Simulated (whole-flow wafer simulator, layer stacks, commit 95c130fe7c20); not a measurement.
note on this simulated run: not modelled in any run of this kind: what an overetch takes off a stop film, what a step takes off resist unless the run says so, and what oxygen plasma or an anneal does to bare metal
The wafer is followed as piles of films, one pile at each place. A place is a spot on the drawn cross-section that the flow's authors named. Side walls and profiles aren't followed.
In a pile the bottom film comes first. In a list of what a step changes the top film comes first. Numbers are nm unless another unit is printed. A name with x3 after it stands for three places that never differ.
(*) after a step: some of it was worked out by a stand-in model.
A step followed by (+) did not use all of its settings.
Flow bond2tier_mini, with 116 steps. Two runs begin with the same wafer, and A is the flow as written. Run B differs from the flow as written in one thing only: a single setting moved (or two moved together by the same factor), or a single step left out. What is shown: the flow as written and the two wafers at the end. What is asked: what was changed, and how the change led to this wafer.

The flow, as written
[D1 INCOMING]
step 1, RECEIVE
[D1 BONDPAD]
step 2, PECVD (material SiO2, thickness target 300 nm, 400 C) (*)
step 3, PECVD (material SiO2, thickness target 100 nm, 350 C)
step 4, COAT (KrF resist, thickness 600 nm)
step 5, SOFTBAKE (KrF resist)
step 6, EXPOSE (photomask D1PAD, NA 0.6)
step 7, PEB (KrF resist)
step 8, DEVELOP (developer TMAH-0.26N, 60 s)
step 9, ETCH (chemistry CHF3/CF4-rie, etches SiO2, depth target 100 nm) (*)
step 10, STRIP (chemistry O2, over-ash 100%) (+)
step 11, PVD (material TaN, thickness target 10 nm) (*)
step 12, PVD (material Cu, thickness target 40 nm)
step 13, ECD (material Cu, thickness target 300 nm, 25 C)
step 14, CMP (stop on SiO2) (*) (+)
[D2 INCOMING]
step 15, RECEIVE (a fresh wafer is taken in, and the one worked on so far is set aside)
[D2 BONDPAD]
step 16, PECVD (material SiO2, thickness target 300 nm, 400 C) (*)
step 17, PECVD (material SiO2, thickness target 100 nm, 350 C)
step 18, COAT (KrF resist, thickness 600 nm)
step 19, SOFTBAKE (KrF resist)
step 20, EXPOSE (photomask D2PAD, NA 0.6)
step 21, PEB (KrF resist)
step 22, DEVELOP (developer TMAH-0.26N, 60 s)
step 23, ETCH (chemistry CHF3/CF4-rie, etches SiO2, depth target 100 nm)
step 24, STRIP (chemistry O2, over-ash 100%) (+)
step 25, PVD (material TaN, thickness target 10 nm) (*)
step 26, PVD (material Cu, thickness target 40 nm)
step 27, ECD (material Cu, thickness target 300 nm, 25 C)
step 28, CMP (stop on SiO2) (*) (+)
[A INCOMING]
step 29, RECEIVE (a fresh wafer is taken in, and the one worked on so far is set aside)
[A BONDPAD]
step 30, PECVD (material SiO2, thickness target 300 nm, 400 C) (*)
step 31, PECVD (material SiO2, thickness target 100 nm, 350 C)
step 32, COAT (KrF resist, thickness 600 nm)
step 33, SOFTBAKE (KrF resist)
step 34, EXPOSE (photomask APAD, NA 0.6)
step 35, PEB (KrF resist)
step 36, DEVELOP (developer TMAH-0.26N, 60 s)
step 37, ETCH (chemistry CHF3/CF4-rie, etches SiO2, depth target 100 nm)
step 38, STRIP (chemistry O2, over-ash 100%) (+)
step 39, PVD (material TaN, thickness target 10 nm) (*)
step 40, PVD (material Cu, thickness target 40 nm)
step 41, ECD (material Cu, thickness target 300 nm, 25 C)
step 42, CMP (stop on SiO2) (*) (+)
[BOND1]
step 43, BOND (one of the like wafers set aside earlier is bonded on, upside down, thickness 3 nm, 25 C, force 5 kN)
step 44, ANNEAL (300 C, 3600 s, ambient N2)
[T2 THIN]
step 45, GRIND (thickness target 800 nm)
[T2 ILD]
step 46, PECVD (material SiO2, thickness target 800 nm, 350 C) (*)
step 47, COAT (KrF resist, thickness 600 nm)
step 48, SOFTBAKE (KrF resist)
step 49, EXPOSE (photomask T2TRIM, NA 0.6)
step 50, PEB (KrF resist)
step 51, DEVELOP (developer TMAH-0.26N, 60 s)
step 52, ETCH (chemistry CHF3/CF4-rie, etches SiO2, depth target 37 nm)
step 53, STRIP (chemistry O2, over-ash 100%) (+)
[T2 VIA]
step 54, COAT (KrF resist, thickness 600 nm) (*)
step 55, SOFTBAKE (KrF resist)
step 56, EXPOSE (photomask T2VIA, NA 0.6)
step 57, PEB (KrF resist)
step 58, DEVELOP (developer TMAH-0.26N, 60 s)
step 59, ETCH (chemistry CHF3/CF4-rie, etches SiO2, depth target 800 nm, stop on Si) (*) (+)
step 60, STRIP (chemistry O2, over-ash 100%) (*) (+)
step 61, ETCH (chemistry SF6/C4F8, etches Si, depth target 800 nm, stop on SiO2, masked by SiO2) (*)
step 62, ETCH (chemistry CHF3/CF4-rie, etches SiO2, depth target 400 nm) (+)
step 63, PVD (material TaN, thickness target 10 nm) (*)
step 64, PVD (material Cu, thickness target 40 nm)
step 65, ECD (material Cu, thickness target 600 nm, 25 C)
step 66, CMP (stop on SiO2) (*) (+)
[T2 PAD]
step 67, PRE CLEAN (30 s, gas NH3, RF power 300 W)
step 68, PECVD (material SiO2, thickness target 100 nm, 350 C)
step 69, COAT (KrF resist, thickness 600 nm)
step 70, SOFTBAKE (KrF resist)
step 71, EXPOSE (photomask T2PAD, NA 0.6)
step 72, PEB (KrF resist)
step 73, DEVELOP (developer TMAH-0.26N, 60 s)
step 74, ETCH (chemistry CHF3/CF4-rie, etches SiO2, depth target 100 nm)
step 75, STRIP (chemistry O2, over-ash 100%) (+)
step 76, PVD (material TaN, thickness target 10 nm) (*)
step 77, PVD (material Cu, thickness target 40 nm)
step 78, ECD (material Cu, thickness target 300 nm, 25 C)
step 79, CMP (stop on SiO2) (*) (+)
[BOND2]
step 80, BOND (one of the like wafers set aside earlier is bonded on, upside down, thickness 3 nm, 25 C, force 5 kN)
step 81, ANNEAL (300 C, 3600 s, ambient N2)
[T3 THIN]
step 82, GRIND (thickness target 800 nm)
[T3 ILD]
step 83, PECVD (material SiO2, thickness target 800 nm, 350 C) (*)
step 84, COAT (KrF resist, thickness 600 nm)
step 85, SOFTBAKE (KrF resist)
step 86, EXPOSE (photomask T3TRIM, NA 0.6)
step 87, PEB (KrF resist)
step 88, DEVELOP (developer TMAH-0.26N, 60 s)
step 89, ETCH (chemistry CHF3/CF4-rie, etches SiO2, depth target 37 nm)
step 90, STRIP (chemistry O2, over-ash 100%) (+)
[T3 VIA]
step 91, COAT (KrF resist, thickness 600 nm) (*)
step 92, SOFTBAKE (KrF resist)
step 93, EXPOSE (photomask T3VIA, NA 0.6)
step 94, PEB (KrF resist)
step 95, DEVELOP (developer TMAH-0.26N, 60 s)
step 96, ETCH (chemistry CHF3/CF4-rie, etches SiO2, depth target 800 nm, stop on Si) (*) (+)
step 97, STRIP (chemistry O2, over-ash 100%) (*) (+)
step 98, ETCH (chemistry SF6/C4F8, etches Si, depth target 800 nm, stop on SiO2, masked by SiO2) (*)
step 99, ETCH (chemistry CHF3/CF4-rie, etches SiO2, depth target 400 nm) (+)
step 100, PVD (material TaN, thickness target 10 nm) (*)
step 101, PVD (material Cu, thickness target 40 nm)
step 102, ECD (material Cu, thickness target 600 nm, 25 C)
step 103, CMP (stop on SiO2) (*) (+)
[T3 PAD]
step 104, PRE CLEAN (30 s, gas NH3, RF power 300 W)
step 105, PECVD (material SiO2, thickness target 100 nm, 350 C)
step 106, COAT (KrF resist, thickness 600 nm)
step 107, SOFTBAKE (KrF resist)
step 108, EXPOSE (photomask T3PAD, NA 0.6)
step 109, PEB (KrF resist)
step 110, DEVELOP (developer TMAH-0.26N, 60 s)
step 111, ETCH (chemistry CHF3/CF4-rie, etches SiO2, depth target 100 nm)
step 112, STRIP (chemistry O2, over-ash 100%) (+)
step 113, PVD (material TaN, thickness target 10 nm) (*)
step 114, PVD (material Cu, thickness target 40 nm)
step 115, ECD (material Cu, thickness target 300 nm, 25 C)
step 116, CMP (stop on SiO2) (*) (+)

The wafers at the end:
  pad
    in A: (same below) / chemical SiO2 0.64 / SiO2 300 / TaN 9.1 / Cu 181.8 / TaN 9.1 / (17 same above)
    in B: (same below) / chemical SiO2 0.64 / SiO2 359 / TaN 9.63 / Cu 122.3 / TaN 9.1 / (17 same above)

What caused this: step 37, ETCH: depth target 41 nm was run, while the flow as written has depth target 100 nm.

Step by step, how the change led to this:
  step 37, ETCH (chemistry CHF3/CF4-rie, etches SiO2, depth target 100 nm)
      pad, via: A SiO2 loses 100 | B SiO2 loses 41
      field: A KrF resist loses 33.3 | B KrF resist loses 13.7
  step 38, STRIP (chemistry O2, over-ash 100%) (+)
      field: A KrF resist loses 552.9 (all of it) | B KrF resist loses 572.6 (all of it)
  step 39, PVD (material TaN, thickness target 10 nm) (*)
      pad: A TaN gains 9.1 (new film) | B TaN gains 9.63 (new film)
  step 40, PVD (material Cu, thickness target 40 nm)
      pad: A Cu gains 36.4 (new film) | B Cu gains 38.5 (new film)
  step 41, ECD (material Cu, thickness target 300 nm, 25 C)
      pad: A Cu gains 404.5 | B Cu gains 342.9
      via: A Cu gains 400.2 | B Cu gains 341
